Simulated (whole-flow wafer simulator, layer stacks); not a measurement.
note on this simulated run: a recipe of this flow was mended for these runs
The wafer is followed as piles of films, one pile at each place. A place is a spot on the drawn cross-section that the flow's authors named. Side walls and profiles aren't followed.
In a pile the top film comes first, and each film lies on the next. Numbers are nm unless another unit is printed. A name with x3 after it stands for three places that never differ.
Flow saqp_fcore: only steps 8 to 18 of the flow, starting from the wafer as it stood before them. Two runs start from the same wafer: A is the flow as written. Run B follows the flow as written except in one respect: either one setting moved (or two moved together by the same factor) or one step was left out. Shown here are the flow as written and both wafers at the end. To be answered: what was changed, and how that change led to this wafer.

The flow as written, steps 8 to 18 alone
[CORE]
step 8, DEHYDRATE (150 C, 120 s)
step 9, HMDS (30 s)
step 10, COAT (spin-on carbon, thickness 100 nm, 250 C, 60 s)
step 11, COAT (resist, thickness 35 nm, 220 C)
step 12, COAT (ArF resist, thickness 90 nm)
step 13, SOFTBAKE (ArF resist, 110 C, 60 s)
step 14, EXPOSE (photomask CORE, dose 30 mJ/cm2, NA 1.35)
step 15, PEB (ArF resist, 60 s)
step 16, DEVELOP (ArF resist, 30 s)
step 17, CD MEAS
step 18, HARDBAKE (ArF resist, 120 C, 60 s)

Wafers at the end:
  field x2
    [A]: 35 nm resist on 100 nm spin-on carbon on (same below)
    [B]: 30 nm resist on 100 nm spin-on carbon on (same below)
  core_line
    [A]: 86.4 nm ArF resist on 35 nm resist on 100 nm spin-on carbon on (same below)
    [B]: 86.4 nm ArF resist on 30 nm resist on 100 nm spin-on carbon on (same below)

Cause: step 11, COAT: thickness 30 nm was run, whereas the flow has thickness 35 nm.
The wafer lets one read it off: field x2 has resist 30, and step 11 as written asks for 35 nm.

The path from the change to this, step by step:
  step 11, COAT (resist, thickness 35 nm, 220 C)
      field x2, core_line: A +35 resist (new film) | B +30 resist (new film)
